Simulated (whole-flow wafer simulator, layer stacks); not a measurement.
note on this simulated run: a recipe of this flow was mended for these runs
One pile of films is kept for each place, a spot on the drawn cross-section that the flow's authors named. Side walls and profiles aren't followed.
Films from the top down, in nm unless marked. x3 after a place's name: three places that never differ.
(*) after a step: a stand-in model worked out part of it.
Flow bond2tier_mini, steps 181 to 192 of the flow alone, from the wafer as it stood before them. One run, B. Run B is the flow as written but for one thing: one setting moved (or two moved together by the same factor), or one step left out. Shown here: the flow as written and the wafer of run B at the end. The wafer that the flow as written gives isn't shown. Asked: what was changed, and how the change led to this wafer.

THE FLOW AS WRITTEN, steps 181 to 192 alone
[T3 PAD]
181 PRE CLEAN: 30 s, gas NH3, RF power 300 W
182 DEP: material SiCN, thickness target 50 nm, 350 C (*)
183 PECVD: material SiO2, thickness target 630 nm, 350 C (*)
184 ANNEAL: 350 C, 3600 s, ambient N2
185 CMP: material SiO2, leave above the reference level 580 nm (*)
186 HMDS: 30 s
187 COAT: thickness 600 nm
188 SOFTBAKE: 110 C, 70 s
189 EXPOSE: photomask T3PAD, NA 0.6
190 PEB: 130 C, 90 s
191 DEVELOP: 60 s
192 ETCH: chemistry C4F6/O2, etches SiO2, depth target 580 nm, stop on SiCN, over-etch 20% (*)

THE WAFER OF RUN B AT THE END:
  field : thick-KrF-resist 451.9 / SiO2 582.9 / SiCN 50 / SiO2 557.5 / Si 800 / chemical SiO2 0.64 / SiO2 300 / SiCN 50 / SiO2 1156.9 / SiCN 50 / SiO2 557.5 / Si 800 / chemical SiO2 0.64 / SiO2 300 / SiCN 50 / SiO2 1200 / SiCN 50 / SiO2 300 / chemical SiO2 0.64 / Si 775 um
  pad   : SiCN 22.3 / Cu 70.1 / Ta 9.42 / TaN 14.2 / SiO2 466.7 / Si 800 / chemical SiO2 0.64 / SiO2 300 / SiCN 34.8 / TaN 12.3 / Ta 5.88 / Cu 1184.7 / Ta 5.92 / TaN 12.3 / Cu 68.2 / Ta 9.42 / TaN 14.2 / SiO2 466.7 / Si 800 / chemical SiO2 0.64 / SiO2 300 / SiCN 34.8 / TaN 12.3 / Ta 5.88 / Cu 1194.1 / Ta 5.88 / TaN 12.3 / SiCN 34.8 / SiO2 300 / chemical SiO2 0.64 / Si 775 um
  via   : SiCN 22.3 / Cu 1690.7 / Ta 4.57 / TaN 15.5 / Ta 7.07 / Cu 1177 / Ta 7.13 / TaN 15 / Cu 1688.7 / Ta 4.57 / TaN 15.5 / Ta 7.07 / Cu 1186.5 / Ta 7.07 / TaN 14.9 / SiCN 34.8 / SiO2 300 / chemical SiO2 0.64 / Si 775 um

The cause: step 192, ETCH: over-etch 28.3% was run, where the flow has over-etch 20%.

How the change led to this, step by step:
  192 ETCH: chemistry C4F6/O2, etches SiO2, depth target 580 nm, stop on SiCN, over-etch 20% (*)
      pad, via: SiO2 -580 (all of it), SiCN -27.7 (as written it would be: SiO2 -580 (all of it), SiCN -19.6)
      field: thick-KrF-resist -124 (as written it would be: thick-KrF-resist -116)
